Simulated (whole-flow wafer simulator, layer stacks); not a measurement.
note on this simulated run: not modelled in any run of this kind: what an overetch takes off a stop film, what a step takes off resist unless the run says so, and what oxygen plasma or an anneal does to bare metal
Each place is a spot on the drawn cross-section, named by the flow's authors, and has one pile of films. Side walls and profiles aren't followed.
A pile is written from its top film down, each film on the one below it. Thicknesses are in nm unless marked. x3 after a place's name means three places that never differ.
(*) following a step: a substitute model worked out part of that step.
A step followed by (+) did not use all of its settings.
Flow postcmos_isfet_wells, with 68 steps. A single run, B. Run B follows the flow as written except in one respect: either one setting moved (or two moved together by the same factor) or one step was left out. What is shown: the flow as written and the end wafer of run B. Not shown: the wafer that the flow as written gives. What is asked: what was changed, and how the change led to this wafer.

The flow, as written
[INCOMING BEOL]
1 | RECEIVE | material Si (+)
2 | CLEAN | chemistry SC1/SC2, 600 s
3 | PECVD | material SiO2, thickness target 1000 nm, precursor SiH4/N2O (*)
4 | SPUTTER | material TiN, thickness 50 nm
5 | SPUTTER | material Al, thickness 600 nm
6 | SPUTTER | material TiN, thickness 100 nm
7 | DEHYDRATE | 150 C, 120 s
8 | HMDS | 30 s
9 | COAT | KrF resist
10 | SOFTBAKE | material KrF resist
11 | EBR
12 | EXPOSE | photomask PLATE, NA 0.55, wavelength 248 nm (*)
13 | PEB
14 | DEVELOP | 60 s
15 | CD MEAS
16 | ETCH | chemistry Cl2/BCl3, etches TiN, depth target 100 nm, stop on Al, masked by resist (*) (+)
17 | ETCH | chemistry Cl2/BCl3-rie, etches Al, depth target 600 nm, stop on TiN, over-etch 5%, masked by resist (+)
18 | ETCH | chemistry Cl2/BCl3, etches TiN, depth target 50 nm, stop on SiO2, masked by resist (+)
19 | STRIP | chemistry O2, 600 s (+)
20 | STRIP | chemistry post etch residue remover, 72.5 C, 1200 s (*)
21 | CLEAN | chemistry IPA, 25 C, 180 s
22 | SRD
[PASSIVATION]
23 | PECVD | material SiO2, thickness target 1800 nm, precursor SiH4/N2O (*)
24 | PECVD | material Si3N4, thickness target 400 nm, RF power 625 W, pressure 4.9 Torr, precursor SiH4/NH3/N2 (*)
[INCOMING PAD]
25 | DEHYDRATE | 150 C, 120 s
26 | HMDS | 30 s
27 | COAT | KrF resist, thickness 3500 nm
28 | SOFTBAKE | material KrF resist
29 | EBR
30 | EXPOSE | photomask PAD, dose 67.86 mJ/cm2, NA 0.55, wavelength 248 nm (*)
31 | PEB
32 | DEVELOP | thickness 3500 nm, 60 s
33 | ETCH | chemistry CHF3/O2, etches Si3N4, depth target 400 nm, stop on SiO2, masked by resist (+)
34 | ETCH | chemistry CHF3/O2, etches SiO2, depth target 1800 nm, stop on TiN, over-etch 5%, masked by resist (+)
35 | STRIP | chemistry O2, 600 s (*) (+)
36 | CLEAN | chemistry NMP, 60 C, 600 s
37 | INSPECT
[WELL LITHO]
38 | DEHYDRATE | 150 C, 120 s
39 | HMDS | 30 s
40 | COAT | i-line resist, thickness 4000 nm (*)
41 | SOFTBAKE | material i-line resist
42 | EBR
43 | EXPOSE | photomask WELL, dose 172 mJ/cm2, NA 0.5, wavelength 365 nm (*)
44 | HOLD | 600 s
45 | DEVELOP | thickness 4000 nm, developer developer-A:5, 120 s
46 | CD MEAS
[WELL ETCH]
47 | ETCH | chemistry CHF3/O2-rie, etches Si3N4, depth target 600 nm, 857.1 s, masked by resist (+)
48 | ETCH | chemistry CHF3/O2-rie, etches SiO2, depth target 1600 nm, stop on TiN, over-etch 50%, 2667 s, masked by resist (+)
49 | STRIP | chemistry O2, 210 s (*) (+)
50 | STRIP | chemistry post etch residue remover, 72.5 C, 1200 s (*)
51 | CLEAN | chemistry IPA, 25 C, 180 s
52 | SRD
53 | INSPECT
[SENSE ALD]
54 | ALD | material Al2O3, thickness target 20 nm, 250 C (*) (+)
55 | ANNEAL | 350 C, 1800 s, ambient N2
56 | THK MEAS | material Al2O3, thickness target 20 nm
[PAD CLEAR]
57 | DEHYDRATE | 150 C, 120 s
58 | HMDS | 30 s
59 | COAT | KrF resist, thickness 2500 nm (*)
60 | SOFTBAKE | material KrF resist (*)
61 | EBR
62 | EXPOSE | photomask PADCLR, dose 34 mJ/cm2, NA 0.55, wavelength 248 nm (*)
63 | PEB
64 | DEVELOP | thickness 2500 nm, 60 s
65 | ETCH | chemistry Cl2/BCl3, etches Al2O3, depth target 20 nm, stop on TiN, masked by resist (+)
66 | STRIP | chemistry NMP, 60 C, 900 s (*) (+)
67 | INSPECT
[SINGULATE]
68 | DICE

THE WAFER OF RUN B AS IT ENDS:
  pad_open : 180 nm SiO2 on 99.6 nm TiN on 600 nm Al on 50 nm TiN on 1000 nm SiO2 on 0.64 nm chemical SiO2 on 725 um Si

What caused this: step 34, ETCH: depth target 1620 nm was run, whereas the flow has depth target 1800 nm.

Step by step, how the change led to this:
  34 | ETCH | chemistry CHF3/O2, etches SiO2, depth target 1800 nm, stop on TiN, over-etch 5%, masked by resist (+)
      pad_open: SiO2 loses 1620 (it would be, as written: SiO2 loses 1800 (all of it))
      field, margin, well900, well1300 x3, pad_rim, pad_clr: KrF resist loses 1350 (it would be, as written: KrF resist loses 1500)
  35 | STRIP | chemistry O2, 600 s (*) (+)
      field, margin, well900, well1300 x3, pad_rim, pad_clr: KrF resist loses 1788.4 (all of it) (it would be, as written: KrF resist loses 1638.4 (all of it))
  41 | SOFTBAKE | material i-line resist
      pad_clr: i-line resist loses 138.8 (it would be, as written: i-line resist loses 156.7)
      pad_open: i-line resist gains 107.3 (it would be, as written: i-line resist gains 115.3)
  49 | STRIP | chemistry O2, 210 s (*) (+)
      pad_clr: i-line resist loses 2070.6 (all of it) (it would be, as written: i-line resist loses 1996.5 (all of it))
  59 | COAT | KrF resist, thickness 2500 nm (*)
      pad_rim: KrF resist gains 2017.4 (new film) (it would be, as written: KrF resist gains 1976.4 (new film))
      pad_clr: KrF resist gains 1752.1 (new film) (it would be, as written: KrF resist gains 1691.6 (new film))
  60 | SOFTBAKE | material KrF resist (*)
      pad_clr: KrF resist loses 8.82 (it would be, as written: KrF resist loses 9.57)
  64 | DEVELOP | thickness 2500 nm, 60 s
      pad_clr: KrF resist loses 1743.3 (all of it) (it would be, as written: KrF resist loses 1682 (all of it))
  66 | STRIP | chemistry NMP, 60 C, 900 s (*) (+)
      pad_rim: KrF resist loses 1978.5 (all of it) (it would be, as written: KrF resist loses 1937.7 (all of it))
